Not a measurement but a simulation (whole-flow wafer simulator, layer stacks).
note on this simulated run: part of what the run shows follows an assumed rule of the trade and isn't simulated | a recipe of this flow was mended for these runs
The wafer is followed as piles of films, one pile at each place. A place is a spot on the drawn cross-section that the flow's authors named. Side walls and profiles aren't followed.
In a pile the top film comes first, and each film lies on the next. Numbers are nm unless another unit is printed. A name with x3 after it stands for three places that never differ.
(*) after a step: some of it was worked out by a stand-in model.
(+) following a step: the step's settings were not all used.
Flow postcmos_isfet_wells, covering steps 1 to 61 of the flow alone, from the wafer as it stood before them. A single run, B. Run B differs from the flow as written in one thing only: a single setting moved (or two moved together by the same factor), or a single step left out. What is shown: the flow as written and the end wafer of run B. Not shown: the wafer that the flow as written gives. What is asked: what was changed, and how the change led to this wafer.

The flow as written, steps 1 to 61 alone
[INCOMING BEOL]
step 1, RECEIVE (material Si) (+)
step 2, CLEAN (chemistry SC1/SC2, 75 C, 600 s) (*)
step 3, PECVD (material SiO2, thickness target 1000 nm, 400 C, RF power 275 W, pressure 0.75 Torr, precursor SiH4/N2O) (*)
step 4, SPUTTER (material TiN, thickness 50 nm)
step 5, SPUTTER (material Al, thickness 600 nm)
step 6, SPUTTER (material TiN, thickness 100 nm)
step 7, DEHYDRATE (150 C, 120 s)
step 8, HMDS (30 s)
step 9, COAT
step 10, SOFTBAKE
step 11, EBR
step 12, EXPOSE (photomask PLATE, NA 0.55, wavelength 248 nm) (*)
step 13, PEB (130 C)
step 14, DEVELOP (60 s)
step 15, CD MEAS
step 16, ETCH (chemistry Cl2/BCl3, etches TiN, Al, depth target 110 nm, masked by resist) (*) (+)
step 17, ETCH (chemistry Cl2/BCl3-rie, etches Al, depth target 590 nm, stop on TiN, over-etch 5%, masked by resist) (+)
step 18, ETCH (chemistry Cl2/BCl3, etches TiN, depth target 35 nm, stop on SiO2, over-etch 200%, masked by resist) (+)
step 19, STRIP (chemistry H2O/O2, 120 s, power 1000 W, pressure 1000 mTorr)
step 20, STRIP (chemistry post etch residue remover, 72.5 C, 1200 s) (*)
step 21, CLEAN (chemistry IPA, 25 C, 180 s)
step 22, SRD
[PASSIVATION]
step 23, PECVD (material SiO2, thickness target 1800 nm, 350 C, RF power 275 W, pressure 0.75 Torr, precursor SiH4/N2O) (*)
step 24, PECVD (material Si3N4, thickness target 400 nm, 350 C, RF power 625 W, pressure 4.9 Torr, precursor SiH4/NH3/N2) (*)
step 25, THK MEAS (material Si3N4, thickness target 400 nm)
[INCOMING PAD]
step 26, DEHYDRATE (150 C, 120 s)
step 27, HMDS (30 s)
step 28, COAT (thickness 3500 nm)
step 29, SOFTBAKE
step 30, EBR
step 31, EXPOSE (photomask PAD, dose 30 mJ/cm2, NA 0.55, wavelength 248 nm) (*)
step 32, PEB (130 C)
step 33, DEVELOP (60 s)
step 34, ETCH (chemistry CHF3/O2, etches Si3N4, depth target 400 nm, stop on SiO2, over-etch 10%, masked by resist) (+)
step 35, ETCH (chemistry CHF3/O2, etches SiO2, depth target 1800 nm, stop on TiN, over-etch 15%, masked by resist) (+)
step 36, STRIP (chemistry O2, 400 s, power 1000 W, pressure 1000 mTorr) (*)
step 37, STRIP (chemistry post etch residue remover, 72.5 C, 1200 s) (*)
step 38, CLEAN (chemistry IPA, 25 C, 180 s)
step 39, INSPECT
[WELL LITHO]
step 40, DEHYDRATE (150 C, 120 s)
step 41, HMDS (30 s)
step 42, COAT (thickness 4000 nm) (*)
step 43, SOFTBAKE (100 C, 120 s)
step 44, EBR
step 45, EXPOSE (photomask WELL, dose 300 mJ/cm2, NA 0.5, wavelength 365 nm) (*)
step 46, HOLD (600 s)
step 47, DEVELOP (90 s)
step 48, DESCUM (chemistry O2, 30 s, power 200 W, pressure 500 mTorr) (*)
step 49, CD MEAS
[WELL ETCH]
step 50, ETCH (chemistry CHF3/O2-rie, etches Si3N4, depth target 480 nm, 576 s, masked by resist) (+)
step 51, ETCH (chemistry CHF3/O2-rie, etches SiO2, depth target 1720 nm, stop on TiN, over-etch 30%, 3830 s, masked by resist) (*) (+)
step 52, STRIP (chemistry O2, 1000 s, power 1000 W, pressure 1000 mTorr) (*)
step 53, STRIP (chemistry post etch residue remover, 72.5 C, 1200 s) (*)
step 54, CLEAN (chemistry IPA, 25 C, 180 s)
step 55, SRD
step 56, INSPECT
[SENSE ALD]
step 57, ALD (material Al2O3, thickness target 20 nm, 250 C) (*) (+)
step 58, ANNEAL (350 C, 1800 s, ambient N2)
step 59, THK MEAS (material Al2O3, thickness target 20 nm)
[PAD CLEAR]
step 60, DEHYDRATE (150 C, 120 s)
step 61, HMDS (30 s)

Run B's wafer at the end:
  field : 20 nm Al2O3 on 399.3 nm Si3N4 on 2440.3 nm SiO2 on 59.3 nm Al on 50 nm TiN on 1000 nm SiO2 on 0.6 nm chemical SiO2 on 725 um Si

The reason: step 16, ETCH: chemistry Cl2/BCl3, etches TiN, Al, depth target 110 nm, masked by resist (*) (+), was omitted.

The path from the change to this, step by step:
  step 17, ETCH (chemistry Cl2/BCl3-rie, etches Al, depth target 590 nm, stop on TiN, over-etch 5%, masked by resist) (+)
      field: -100 TiN (all of it), -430 Al (in the flow as written it would be: -590 Al (all of it), -18.4 TiN)
  step 18, ETCH (chemistry Cl2/BCl3, etches TiN, depth target 35 nm, stop on SiO2, over-etch 200%, masked by resist) (+)
      field: -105 Al (in the flow as written it would be: -31.6 TiN (all of it), -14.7 SiO2)
      margin, well900, well1300, well2000, well3000, pad_rim, pad_clr, pad_open: -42 thick-KrF-resist (in the flow as written it would be: -37.9 thick-KrF-resist)
  step 19, STRIP (chemistry H2O/O2, 120 s, power 1000 W, pressure 1000 mTorr)
      margin, well900, well1300, well2000, well3000, pad_rim, pad_clr, pad_open: -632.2 thick-KrF-resist (all of it) (in the flow as written it would be: -592.4 thick-KrF-resist (all of it))
  step 20, STRIP (chemistry post etch residue remover, 72.5 C, 1200 s) (*)
      field: -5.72 Al (in the flow as written it would be: nothing)
  step 23, PECVD (material SiO2, thickness target 1800 nm, 350 C, RF power 275 W, pressure 0.75 Torr, precursor SiH4/N2O) (*)
      field: +2440.3 SiO2 (new film) (in the flow as written it would be: +1800 SiO2 (new film), +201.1 void (new film), +563.2 SiO2)
With metal films that touch counted as one body, field has 1 body; the flow as written gives 0 bodies.
